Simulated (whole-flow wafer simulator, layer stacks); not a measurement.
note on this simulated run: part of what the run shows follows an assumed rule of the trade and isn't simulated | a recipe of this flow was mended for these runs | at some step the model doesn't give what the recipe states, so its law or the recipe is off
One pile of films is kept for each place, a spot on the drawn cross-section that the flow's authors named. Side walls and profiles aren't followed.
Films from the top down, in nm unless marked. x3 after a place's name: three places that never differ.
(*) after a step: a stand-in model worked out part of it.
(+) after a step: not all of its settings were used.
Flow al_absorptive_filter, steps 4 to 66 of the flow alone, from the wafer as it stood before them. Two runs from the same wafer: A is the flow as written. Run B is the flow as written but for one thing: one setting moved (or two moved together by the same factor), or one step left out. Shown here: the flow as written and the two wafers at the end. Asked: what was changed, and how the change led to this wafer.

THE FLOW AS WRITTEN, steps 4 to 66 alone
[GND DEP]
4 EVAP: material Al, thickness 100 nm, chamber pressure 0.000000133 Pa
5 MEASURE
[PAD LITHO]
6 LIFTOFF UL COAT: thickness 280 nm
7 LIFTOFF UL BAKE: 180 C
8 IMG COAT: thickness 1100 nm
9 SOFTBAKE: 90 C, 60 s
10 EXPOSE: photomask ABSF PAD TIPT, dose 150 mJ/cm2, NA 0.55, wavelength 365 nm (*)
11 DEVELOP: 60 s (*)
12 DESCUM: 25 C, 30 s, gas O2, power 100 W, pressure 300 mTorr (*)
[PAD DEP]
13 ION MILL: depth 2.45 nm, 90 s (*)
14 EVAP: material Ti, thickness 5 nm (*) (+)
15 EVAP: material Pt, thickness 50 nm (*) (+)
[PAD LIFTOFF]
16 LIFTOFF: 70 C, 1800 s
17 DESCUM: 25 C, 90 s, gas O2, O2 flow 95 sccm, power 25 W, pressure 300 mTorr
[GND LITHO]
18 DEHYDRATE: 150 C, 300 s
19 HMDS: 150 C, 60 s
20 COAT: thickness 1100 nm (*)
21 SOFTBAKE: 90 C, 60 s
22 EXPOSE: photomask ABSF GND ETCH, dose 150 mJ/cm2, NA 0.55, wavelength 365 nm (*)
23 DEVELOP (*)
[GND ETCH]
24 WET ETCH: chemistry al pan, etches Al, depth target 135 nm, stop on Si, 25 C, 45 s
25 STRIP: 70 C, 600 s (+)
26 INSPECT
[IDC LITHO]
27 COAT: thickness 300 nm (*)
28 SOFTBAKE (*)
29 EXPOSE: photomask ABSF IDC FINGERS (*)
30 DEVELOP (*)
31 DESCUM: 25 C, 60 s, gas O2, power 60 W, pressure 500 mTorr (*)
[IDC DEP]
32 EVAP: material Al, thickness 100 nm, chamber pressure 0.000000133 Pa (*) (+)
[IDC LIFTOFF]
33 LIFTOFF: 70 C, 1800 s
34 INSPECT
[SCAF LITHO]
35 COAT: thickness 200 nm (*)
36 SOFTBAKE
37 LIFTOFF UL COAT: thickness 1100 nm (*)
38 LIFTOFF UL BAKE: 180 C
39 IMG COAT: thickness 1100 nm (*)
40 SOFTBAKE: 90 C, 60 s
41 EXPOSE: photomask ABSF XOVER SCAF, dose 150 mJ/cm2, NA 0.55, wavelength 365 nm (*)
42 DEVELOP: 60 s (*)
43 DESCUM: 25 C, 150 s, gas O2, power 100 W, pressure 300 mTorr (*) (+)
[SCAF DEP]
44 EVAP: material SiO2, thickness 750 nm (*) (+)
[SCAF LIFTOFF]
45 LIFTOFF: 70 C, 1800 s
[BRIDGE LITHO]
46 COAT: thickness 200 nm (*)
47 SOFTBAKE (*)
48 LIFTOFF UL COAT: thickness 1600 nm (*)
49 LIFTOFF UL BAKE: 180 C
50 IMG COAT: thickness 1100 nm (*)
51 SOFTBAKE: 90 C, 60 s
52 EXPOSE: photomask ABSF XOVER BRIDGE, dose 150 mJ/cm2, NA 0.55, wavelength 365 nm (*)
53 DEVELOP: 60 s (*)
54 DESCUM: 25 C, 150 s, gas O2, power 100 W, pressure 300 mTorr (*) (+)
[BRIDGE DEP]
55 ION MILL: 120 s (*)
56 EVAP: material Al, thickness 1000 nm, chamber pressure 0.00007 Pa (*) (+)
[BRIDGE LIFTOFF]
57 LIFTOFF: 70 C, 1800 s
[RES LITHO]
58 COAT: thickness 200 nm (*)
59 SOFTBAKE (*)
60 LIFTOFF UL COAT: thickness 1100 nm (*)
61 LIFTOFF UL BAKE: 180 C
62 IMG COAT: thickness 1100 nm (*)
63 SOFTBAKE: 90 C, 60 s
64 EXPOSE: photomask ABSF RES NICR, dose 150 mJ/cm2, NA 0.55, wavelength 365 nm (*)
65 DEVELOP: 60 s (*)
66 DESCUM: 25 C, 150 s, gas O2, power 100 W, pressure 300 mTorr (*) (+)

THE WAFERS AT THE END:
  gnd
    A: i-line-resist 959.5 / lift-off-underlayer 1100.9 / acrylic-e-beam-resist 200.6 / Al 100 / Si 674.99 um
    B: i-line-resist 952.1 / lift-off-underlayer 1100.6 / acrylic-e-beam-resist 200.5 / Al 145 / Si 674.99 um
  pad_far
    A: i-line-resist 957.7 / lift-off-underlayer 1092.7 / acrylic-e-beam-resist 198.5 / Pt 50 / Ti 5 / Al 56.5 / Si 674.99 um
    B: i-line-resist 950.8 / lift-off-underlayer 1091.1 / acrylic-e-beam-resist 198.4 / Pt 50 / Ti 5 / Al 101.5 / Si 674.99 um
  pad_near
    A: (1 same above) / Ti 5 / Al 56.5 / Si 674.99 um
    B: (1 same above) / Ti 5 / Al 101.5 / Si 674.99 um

The cause: step 4, EVAP: thickness 145 nm was run, where the flow has thickness 100 nm.
It can be read off the wafer: gnd has Al 145, and step 4 as written asks for 100 nm.

How the change led to this, step by step:
  4 EVAP: material Al, thickness 100 nm, chamber pressure 0.000000133 Pa
      gnd, pad_far, pad_near and 11 more: A Al +100 (new film) | B Al +145 (new film)
  24 WET ETCH: chemistry al pan, etches Al, depth target 135 nm, stop on Si, 25 C, 45 s
      res, xl_gap, idc_field, idc_line, idc_space: A Al -86.7 (all of it) | B Al -131.7 (all of it)
  27 COAT: thickness 300 nm (*)
      ledge: A e-beam-resist +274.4 (new film) | B e-beam-resist +261.3 (new film)
      res: A e-beam-resist +349.6 (new film) | B e-beam-resist +370.4 (new film)
      (and at 2 more places)
  33 LIFTOFF: 70 C, 1800 s
      ledge: A Al -100 (all of it), e-beam-resist -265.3 (all of it) | B Al -100 (all of it), e-beam-resist -252.3 (all of it)
      res: A Al -100 (all of it), e-beam-resist -340.6 (all of it) | B Al -100 (all of it), e-beam-resist -361.4 (all of it)
      (and at 2 more places)
  35 COAT: thickness 200 nm (*)
      ledge: A acrylic-e-beam-resist +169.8 (new film) | B acrylic-e-beam-resist +155.6 (new film)
      res: A acrylic-e-beam-resist +231.4 (new film) | B acrylic-e-beam-resist +243 (new film)
      (and at 2 more places)
  43 DESCUM: 25 C, 150 s, gas O2, power 100 W, pressure 300 mTorr (*) (+)
      gnd, pad_far, pad_near and 7 more: A i-line-resist -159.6 | B i-line-resist -176.6
      xl_gap: A acrylic-e-beam-resist -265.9 (all of it) | B acrylic-e-beam-resist -294.3 (all of it)
      (and at 1 more place)
  45 LIFTOFF: 70 C, 1800 s
      ledge: A SiO2 -750 (all of it), i-line-resist -952.1 (all of it), lift-off-underlayer -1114 (all of it), acrylic-e-beam-resist -169.8 (all of it) | B SiO2 -750 (all of it), i-line-resist -941.5 (all of it), lift-off-underlayer -1118.5 (all of it), acrylic-e-beam-resist -155.6 (all of it)
      res: A SiO2 -750 (all of it), i-line-resist -956.3 (all of it), lift-off-underlayer -1148.2 (all of it), acrylic-e-beam-resist -231.4 (all of it) | B SiO2 -750 (all of it), i-line-resist -947.2 (all of it), lift-off-underlayer -1170.6 (all of it), acrylic-e-beam-resist -243 (all of it)
  46 COAT: thickness 200 nm (*)
      ledge: A acrylic-e-beam-resist +169.8 (new film) | B acrylic-e-beam-resist +155.6 (new film)
      res: A acrylic-e-beam-resist +231.4 (new film) | B acrylic-e-beam-resist +243 (new film)
      (and at 2 more places)
  54 DESCUM: 25 C, 150 s, gas O2, power 100 W, pressure 300 mTorr (*) (+)
      xl_gap: A acrylic-e-beam-resist -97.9 (all of it) | B acrylic-e-beam-resist -118.1 (all of it)
      xl_turn: A acrylic-e-beam-resist -141.8 (all of it) | B acrylic-e-beam-resist -135.3 (all of it)
  57 LIFTOFF: 70 C, 1800 s
      ledge: A Al -1000 (all of it), i-line-resist -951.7 (all of it), lift-off-underlayer -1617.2 (all of it), acrylic-e-beam-resist -169.8 (all of it) | B Al -1000 (all of it), i-line-resist -956.8 (all of it), lift-off-underlayer -1623.6 (all of it), acrylic-e-beam-resist -155.6 (all of it)
      res: A Al -1000 (all of it), i-line-resist -954.3 (all of it), lift-off-underlayer -1653.2 (all of it), acrylic-e-beam-resist -231.4 (all of it) | B Al -1000 (all of it), i-line-resist -960.3 (all of it), lift-off-underlayer -1678 (all of it), acrylic-e-beam-resist -243 (all of it)
  58 COAT: thickness 200 nm (*)
      ledge: A acrylic-e-beam-resist +169.8 (new film) | B acrylic-e-beam-resist +155.6 (new film)
      res: A acrylic-e-beam-resist +231.4 (new film) | B acrylic-e-beam-resist +243 (new film)
      (and at 2 more places)
  60 LIFTOFF UL COAT: thickness 1100 nm (*)
      xl_gap: A lift-off-underlayer +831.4 (new film) | B lift-off-underlayer +856 (new film)
  66 DESCUM: 25 C, 150 s, gas O2, power 100 W, pressure 300 mTorr (*) (+)
      gnd, pad_far, xa_field and 8 more: A i-line-resist -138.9 | B i-line-resist -145.8
      ledge: A acrylic-e-beam-resist -169.8 (all of it) | B acrylic-e-beam-resist -155.6 (all of it)
      (and at 1 more place)
